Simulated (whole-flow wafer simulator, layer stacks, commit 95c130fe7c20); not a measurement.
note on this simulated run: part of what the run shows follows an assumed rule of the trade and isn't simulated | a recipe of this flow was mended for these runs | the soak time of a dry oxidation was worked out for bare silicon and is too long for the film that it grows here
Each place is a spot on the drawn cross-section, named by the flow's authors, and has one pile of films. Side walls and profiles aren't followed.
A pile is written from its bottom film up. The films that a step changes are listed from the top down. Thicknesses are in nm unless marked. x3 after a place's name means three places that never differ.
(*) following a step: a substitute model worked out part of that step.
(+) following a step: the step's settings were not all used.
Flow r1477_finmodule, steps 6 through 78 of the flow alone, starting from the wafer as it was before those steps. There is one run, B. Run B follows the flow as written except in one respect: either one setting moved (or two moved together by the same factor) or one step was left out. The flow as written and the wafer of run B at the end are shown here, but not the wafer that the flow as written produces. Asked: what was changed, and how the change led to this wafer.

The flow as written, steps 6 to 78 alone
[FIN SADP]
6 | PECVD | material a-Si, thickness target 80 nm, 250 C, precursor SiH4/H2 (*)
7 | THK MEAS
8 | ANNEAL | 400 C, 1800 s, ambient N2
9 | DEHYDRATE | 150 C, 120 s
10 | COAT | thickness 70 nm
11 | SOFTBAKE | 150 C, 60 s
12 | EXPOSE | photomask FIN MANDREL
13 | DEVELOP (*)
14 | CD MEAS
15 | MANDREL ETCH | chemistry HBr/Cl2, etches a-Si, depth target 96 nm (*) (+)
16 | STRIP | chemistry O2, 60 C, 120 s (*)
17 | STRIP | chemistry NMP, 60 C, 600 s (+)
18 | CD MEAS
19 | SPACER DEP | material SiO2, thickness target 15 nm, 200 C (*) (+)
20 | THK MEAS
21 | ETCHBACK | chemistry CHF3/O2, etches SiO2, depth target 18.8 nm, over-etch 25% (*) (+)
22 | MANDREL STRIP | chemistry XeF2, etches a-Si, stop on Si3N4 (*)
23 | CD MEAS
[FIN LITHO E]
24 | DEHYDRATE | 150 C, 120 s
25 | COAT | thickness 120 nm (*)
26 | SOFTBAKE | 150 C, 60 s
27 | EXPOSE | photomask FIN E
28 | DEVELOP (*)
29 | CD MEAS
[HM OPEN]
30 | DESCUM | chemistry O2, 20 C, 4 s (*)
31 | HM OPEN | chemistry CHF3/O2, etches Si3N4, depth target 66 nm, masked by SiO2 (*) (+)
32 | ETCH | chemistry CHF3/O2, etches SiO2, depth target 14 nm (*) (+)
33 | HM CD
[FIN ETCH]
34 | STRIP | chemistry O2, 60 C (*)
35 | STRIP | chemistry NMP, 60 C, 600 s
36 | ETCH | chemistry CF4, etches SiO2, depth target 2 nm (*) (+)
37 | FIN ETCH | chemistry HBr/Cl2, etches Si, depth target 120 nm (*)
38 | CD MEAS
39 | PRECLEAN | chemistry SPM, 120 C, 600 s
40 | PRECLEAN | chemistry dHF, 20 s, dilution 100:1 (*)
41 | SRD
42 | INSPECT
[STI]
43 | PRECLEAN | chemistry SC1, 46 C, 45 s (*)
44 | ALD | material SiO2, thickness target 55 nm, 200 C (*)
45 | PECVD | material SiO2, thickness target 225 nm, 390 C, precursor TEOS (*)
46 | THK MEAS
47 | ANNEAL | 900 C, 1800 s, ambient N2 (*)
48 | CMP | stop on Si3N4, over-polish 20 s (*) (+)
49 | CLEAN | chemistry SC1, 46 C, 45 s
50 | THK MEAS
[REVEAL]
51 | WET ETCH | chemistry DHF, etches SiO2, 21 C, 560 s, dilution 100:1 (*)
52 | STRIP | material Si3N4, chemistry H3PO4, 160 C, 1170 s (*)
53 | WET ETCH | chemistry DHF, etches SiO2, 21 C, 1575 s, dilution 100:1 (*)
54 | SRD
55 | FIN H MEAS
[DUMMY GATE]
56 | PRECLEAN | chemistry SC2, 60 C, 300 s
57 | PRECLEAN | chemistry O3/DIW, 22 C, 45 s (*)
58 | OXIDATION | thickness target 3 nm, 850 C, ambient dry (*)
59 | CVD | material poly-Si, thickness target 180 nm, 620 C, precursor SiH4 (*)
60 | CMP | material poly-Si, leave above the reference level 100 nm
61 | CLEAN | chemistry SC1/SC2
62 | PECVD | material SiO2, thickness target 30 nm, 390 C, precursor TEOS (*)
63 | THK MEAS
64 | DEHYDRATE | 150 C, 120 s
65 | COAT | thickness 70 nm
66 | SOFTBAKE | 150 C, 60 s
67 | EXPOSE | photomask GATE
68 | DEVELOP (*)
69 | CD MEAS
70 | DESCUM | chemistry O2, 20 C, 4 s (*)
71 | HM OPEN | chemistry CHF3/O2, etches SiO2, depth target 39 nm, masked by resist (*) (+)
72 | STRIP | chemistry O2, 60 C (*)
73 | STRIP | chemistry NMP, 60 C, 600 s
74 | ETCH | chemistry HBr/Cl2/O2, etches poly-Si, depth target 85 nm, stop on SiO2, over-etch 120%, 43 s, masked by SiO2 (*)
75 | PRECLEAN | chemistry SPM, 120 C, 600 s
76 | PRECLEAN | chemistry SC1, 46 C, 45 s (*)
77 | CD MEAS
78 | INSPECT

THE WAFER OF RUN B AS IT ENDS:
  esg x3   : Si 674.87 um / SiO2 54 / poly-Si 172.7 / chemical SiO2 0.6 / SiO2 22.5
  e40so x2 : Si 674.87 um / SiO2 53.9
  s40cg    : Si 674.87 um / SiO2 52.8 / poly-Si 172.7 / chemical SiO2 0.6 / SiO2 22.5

The reason: step 6, PECVD: thickness target 40 nm was run, whereas the flow has thickness target 80 nm.

The path from the change to this, step by step:
  6 | PECVD | material a-Si, thickness target 80 nm, 250 C, precursor SiH4/H2 (*)
      pad, padg, elg x4 and 30 more: +40 a-Si (new film) (in the flow as written it would be: +80 a-Si (new film))
  15 | MANDREL ETCH | chemistry HBr/Cl2, etches a-Si, depth target 96 nm (*) (+)
      pad, padg, elg x4 and 24 more: -40 a-Si (all of it), -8 Si3N4 (in the flow as written it would be: -80 a-Si (all of it), -2.29 Si3N4)
  22 | MANDREL STRIP | chemistry XeF2, etches a-Si, stop on Si3N4 (*)
      s40cg, s45cg, s50cg, s40co, s45co, s50co: -39 a-Si (all of it) (in the flow as written it would be: -79 a-Si (all of it))
  25 | COAT | thickness 120 nm (*)
      s40cg, s40co: +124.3 e-beam-resist (new film) (in the flow as written it would be: +136.7 e-beam-resist (new film))
      s40sg, s40so: +135.9 e-beam-resist (new film) (in the flow as written it would be: +142.6 e-beam-resist (new film))
      (as well as at 14 more places)
  28 | DEVELOP (*)
      s40cg, s40co: -124.3 e-beam-resist (all of it) (in the flow as written it would be: -136.7 e-beam-resist (all of it))
      s40sg, s40so: -135.9 e-beam-resist (all of it) (in the flow as written it would be: -142.6 e-beam-resist (all of it))
      (as well as at 14 more places)
  31 | HM OPEN | chemistry CHF3/O2, etches Si3N4, depth target 66 nm, masked by SiO2 (*) (+)
      pad, padg, esg x3 and 11 more: -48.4 Si3N4 (all of it), -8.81 SiO2 (in the flow as written it would be: -54.1 Si3N4 (all of it), -5.95 SiO2)
  32 | ETCH | chemistry CHF3/O2, etches SiO2, depth target 14 nm (*) (+)
      s40sg_line, s45sg_line, s50sg_line, s40so_line, s45so_line, s50so_line: -11.7 SiO2 (all of it), -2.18 Si3N4 (in the flow as written it would be: -14 SiO2)
      pad, padg, esg x3 and 11 more: -1.19 SiO2 (all of it), -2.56 Si (in the flow as written it would be: -4.05 SiO2 (all of it), -1.99 Si)
  36 | ETCH | chemistry CF4, etches SiO2, depth target 2 nm (*) (+)
      elg x4, elo x4: nothing (in the flow as written it would be: -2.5 Si3N4)
      s40sg_line, s45sg_line, s50sg_line, s40so_line, s45so_line, s50so_line: nothing (in the flow as written it would be: -2 SiO2)
  37 | FIN ETCH | chemistry HBr/Cl2, etches Si, depth target 120 nm (*)
      s40sg_line, s45sg_line, s50sg_line, s40so_line, s45so_line, s50so_line: -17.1 Si3N4 (in the flow as written it would be: -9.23 SiO2)
  40 | PRECLEAN | chemistry dHF, 20 s, dilution 100:1 (*)
      s40sg_line, s45sg_line, s50sg_line, s40so_line, s45so_line, s50so_line: -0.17 Si3N4 (in the flow as written it would be: -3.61 SiO2)
  44 | ALD | material SiO2, thickness target 55 nm, 200 C (*)
      s40sg_line, s45sg_line, s50sg_line, s40so_line, s45so_line, s50so_line: +55 SiO2 (new film) (in the flow as written it would be: +55 SiO2)
      s40cg, s45cg, s50cg, s40co, s45co, s50co: +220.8 SiO2 (new film) (in the flow as written it would be: +263.2 SiO2 (new film))
      (as well as at 6 more places)
  48 | CMP | stop on Si3N4, over-polish 20 s (*) (+)
      elg x4, elo x4: -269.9 SiO2 (all of it), -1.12 Si3N4 (in the flow as written it would be: -247.6 SiO2)
      s40cg, s40sg, s45cg and 9 more: -272.5 SiO2 (in the flow as written it would be: -288.1 SiO2)
      (as well as at 16 more places)
  51 | WET ETCH | chemistry DHF, etches SiO2, 21 C, 560 s, dilution 100:1 (*)
      elg x4, elo x4: -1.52 Si3N4 (in the flow as written it would be: -22.3 SiO2 (all of it), -0.41 Si3N4)
  52 | STRIP | material Si3N4, chemistry H3PO4, 160 C, 1170 s (*)
      elg x4, elo x4: -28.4 Si3N4 (all of it), -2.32 SiO2 (in the flow as written it would be: -33.9 Si3N4 (all of it), -2.15 SiO2)
      s40sg_line, s45sg_line, s50sg_line, s40so_line, s45so_line, s50so_line: -28.4 Si3N4 (all of it), -2.32 SiO2 (in the flow as written it would be: -55.1 Si3N4 (all of it), -1.49 SiO2)
  53 | WET ETCH | chemistry DHF, etches SiO2, 21 C, 1575 s, dilution 100:1 (*)
      s40sg_line, s45sg_line, s50sg_line, s40so_line, s45so_line, s50so_line: -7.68 SiO2 (all of it) (in the flow as written it would be: -8.51 SiO2 (all of it))
  59 | CVD | material poly-Si, thickness target 180 nm, 620 C, precursor SiH4 (*)
      esg x3, s40cg, s40sg and 12 more: +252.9 poly-Si (new film) (in the flow as written it would be: +226.3 poly-Si (new film))
      e200sg, e200so: +252.9 poly-Si (new film) (in the flow as written it would be: +219.2 poly-Si (new film))
      (as well as at 1 more place)
  ... 1 other step ...
  74 | ETCH | chemistry HBr/Cl2/O2, etches poly-Si, depth target 85 nm, stop on SiO2, over-etch 120%, 43 s, masked by SiO2 (*)
      pad: -1.12 chemical SiO2 (all of it), -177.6 poly-Si (all of it) (in the flow as written it would be: -1.12 chemical SiO2 (all of it), -152.8 poly-Si (all of it), -0.17 SiO2)
      eso: -1.12 chemical SiO2 (all of it), -170.6 poly-Si (all of it) (in the flow as written it would be: -1.12 chemical SiO2 (all of it), -143.9 poly-Si (all of it), -0.22 SiO2)
      (as well as at 9 more places)
